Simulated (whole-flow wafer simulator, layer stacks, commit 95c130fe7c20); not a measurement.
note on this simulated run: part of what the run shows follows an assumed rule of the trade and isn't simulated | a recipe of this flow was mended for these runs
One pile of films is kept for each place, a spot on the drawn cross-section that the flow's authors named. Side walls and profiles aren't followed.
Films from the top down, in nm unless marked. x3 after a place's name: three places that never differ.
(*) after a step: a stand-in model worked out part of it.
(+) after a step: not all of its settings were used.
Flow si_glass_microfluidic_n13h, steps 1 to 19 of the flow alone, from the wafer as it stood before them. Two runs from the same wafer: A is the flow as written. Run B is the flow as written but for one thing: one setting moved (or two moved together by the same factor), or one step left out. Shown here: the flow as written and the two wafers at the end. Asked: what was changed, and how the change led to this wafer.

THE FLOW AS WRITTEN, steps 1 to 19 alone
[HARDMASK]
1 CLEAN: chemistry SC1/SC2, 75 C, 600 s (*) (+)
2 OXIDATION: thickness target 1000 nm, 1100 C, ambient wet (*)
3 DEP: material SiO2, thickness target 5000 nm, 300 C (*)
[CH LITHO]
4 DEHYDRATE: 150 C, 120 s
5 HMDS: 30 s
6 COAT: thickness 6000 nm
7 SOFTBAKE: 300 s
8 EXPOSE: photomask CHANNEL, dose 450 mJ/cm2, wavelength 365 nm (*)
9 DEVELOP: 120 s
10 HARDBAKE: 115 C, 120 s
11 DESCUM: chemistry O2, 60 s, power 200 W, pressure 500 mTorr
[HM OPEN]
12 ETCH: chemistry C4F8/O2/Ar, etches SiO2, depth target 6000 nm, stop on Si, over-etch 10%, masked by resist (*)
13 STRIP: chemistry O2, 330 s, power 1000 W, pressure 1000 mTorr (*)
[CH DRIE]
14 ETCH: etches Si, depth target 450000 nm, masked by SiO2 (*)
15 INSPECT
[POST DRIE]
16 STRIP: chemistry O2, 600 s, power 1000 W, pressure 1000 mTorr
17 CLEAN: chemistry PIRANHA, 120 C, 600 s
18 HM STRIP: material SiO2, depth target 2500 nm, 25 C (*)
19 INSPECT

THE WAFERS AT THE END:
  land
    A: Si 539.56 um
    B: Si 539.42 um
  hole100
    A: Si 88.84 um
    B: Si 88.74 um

The cause: step 2, OXIDATION: thickness target 1300 nm was run, where the flow has thickness target 1000 nm.

How the change led to this, step by step:
  2 OXIDATION: thickness target 1000 nm, 1100 C, ambient wet (*)
      land, hole100: A SiO2 +1000 (new film), chemical SiO2 -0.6 (all of it), Si -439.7 | B SiO2 +1300 (new film), chemical SiO2 -0.6 (all of it), Si -571.7
  12 ETCH: chemistry C4F8/O2/Ar, etches SiO2, depth target 6000 nm, stop on Si, over-etch 10%, masked by resist (*)
      hole100: A SiO2 -6000 (all of it), Si -75 | B SiO2 -6300 (all of it), Si -37.5
  18 HM STRIP: material SiO2, depth target 2500 nm, 25 C (*)
      land: A SiO2 -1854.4 (all of it) | B SiO2 -2153.7 (all of it)
